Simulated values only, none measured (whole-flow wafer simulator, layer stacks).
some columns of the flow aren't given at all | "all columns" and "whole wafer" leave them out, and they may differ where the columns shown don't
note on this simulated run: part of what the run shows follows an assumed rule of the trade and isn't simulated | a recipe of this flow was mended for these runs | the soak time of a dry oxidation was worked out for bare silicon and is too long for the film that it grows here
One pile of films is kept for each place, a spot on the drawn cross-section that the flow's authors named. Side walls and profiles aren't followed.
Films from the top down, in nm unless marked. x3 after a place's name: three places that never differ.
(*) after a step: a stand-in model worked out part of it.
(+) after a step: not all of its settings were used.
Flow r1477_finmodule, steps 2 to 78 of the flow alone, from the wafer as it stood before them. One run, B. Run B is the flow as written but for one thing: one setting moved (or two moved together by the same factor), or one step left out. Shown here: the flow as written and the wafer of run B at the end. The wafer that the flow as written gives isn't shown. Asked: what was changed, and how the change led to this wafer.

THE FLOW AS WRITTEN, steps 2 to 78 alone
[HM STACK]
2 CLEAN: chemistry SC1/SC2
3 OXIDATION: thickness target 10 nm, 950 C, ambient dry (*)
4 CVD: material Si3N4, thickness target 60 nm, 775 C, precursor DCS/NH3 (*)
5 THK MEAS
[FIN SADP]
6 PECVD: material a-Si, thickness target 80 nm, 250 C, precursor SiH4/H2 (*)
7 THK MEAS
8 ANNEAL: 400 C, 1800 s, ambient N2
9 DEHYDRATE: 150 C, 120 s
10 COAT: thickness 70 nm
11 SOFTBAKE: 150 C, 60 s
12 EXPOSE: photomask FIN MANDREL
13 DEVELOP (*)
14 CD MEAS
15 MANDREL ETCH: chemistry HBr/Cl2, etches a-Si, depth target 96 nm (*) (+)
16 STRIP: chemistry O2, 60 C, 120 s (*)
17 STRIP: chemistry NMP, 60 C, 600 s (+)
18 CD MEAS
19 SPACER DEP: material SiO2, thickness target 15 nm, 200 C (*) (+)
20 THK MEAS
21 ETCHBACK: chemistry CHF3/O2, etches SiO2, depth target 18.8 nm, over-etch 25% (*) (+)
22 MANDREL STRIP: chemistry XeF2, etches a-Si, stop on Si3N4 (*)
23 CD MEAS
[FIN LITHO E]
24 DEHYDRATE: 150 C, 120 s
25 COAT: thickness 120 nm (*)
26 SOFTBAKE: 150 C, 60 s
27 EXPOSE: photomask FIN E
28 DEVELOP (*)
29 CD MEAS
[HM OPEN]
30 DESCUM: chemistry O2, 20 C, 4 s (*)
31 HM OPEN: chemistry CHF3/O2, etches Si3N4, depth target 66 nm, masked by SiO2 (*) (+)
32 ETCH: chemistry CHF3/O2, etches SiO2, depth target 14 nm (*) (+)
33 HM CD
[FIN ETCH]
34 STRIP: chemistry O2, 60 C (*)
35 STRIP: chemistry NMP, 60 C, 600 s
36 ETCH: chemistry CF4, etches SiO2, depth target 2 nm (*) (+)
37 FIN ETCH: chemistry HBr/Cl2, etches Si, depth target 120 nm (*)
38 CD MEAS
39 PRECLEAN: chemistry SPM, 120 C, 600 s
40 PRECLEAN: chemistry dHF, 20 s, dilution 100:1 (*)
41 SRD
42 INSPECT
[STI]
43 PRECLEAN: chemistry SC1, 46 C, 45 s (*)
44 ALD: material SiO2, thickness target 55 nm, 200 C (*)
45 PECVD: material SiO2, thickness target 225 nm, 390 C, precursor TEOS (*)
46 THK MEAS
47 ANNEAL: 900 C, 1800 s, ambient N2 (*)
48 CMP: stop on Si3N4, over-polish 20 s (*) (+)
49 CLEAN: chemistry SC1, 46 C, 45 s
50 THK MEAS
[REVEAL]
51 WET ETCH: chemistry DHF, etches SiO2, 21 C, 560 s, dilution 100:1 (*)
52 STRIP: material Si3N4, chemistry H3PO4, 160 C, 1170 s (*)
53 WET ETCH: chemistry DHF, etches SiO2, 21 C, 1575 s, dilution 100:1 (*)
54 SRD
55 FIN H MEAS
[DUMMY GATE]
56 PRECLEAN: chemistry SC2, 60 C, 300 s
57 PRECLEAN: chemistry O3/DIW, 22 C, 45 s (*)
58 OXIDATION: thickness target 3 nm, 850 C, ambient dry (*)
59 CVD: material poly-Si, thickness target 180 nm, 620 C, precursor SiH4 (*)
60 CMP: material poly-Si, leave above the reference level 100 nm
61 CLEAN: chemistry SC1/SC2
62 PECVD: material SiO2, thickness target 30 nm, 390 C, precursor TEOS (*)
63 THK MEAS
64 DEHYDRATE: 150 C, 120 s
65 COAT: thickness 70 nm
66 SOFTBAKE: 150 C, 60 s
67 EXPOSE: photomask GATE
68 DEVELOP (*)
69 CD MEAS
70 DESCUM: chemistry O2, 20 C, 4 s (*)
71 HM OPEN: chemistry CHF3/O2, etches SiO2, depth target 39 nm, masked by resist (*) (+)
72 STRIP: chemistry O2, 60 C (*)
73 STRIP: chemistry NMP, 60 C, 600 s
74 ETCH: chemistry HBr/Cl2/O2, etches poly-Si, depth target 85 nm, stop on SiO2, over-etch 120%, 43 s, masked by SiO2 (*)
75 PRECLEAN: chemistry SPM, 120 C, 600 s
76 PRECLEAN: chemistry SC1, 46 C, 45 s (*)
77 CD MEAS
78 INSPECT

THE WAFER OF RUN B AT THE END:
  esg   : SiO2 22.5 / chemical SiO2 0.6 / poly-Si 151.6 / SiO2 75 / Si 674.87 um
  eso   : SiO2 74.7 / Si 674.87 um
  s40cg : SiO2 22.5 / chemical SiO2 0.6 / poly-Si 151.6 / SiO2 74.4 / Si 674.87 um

The cause: step 4, CVD: thickness target 54.4 nm was run, where the flow has thickness target 60 nm.

How the change led to this, step by step:
  4 CVD: material Si3N4, thickness target 60 nm, 775 C, precursor DCS/NH3 (*)
      pad, padg, elg and 33 more: Si3N4 +54.4 (new film) (as written it would be: Si3N4 +60 (new film))
  31 HM OPEN: chemistry CHF3/O2, etches Si3N4, depth target 66 nm, masked by SiO2 (*) (+)
      pad, padg, esg and 13 more: Si3N4 -48.5 (all of it), SiO2 -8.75 (as written it would be: Si3N4 -54.1 (all of it), SiO2 -5.95)
      s40cg, s45cg, s50cg, s40co, s45co, s50co: Si3N4 -54.4 (all of it), SiO2 -5.8 (as written it would be: Si3N4 -60 (all of it), SiO2 -3)
  32 ETCH: chemistry CHF3/O2, etches SiO2, depth target 14 nm (*) (+)
      pad, padg, esg and 13 more: SiO2 -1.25 (all of it), Si -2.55 (as written it would be: SiO2 -4.05 (all of it), Si -1.99)
      s40cg, s45cg, s50cg, s40co, s45co, s50co: SiO2 -4.2 (all of it), Si -1.96 (as written it would be: SiO2 -7 (all of it), Si -1.4)
  44 ALD: material SiO2, thickness target 55 nm, 200 C (*)
      esg, e40sg, e100sg, e200sg, eso, e40so, e100so, e200so: SiO2 +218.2 (new film) (as written it would be: SiO2 +223.2 (new film))
  48 CMP: stop on Si3N4, over-polish 20 s (*) (+)
      pad, padg: SiO2 -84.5 (as written it would be: SiO2 -79.4)
  52 STRIP: material Si3N4, chemistry H3PO4, 160 C, 1170 s (*)
      elg, e40lg, e100lg, e200lg, elo, e40lo, e100lo, e200lo: Si3N4 -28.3 (all of it), SiO2 -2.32 (as written it would be: Si3N4 -33.9 (all of it), SiO2 -2.15)
      s40sg_line, s45sg_line, s50sg_line, s40so_line, s45so_line, s50so_line: Si3N4 -49.5 (all of it), SiO2 -1.66 (as written it would be: Si3N4 -55.1 (all of it), SiO2 -1.49)
  59 CVD: material poly-Si, thickness target 180 nm, 620 C, precursor SiH4 (*)
      esg, e40sg, e100sg and 15 more: poly-Si +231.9 (new film) (as written it would be: poly-Si +226.3 (new film))
      e200sg, e200so: poly-Si +231.9 (new film) (as written it would be: poly-Si +219.2 (new film))
  60 CMP: material poly-Si, leave above the reference level 100 nm
      pad, padg: poly-Si -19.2 (as written it would be: poly-Si -24.8)
      e200sg, e200so: poly-Si -80 (as written it would be: poly-Si -72.9)
  74 ETCH: chemistry HBr/Cl2/O2, etches poly-Si, depth target 85 nm, stop on SiO2, over-etch 120%, 43 s, masked by SiO2 (*)
      eso, e40so, e100so and 7 more: chemical SiO2 -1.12 (all of it), poly-Si -149.5 (all of it), SiO2 -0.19 (as written it would be: chemical SiO2 -1.12 (all of it), poly-Si -143.9 (all of it), SiO2 -0.22)
      pad: chemical SiO2 -1.12 (all of it), poly-Si -158.4 (all of it), SiO2 -0.14 (as written it would be: chemical SiO2 -1.12 (all of it), poly-Si -152.8 (all of it), SiO2 -0.17)
